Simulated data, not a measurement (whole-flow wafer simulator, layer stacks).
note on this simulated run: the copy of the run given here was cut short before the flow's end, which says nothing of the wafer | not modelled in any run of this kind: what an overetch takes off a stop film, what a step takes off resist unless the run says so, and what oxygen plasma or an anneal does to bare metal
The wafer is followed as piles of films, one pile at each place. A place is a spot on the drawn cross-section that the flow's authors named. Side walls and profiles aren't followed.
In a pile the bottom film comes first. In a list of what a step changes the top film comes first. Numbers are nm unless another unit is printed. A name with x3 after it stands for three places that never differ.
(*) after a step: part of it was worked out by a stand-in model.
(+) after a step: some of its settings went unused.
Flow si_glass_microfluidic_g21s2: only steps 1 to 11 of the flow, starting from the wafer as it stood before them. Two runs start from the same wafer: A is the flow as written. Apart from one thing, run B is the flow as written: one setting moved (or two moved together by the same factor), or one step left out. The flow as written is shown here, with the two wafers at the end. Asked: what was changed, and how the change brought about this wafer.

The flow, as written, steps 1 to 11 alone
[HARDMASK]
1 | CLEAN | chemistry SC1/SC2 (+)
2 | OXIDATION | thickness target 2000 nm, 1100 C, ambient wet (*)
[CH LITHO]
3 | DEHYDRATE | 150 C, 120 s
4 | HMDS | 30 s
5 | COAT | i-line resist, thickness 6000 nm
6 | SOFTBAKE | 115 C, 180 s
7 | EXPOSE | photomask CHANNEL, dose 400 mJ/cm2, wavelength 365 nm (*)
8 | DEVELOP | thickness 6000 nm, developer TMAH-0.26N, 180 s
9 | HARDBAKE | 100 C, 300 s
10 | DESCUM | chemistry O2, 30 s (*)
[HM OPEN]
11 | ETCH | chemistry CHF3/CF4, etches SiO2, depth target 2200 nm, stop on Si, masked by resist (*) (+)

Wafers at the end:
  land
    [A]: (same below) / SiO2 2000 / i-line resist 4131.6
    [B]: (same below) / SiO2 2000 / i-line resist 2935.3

What caused this: step 5, COAT: thickness 4800 nm was run, though the flow has thickness 6000 nm.

How this came from the change, step by step:
  5 | COAT | i-line resist, thickness 6000 nm
      land, trench20 x3: A +6000 i-line resist (new film) | B +4800 i-line resist (new film)
  8 | DEVELOP | thickness 6000 nm, developer TMAH-0.26N, 180 s
      trench20 x3: A -6000 i-line resist (all of it) | B -4800 i-line resist (all of it)
  9 | HARDBAKE | 100 C, 300 s
      land: A -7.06 i-line resist | B -3.36 i-line resist
